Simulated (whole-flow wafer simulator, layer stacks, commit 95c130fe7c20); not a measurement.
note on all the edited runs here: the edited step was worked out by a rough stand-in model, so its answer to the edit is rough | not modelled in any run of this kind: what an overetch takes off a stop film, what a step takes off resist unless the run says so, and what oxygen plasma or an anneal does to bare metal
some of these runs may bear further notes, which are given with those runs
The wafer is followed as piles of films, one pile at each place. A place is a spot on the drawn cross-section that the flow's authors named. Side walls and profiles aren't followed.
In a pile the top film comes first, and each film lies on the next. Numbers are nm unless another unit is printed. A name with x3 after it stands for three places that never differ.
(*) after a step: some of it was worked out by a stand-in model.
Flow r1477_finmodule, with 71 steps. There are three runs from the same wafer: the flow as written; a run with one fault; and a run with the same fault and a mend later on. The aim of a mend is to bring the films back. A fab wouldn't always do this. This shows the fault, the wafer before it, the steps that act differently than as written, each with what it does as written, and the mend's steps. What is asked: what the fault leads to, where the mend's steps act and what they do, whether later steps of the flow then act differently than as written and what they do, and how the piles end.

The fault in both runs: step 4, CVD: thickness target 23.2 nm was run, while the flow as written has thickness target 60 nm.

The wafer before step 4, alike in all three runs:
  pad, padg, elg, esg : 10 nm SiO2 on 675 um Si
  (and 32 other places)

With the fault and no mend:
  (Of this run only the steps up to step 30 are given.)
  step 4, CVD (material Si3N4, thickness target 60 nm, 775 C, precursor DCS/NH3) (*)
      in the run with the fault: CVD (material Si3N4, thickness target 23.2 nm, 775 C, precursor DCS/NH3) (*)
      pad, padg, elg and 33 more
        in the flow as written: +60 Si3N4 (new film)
        in the run with the fault: +23.2 Si3N4 (new film)
  Every later step of the flow up to step 30 that is run acts as written at every place that is followed.
  The piles after step 30 differ from the flow's at pad, padg, elg and 33 more by more than 2% or 0.5 nm, whichever is larger.
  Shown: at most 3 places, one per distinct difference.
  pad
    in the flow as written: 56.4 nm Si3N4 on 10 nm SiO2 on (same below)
    in the run with the fault: 19.6 nm Si3N4 on 10 nm SiO2 on (same below)
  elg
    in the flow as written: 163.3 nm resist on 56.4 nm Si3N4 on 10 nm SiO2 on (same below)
    in the run with the fault: 163.3 nm resist on 19.6 nm Si3N4 on 10 nm SiO2 on (same below)
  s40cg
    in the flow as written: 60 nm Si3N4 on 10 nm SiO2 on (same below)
    in the run with the fault: 23.2 nm Si3N4 on 10 nm SiO2 on (same below)

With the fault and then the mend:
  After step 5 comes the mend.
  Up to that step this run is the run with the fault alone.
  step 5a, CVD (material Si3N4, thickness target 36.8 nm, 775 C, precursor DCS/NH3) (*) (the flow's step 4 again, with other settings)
      pad, padg, elg and 33 more
        +36.8 Si3N4
  Every later step of the flow that is run acts as written at every place that is followed.
  At every place that both follow, the piles at the end match the flow's.
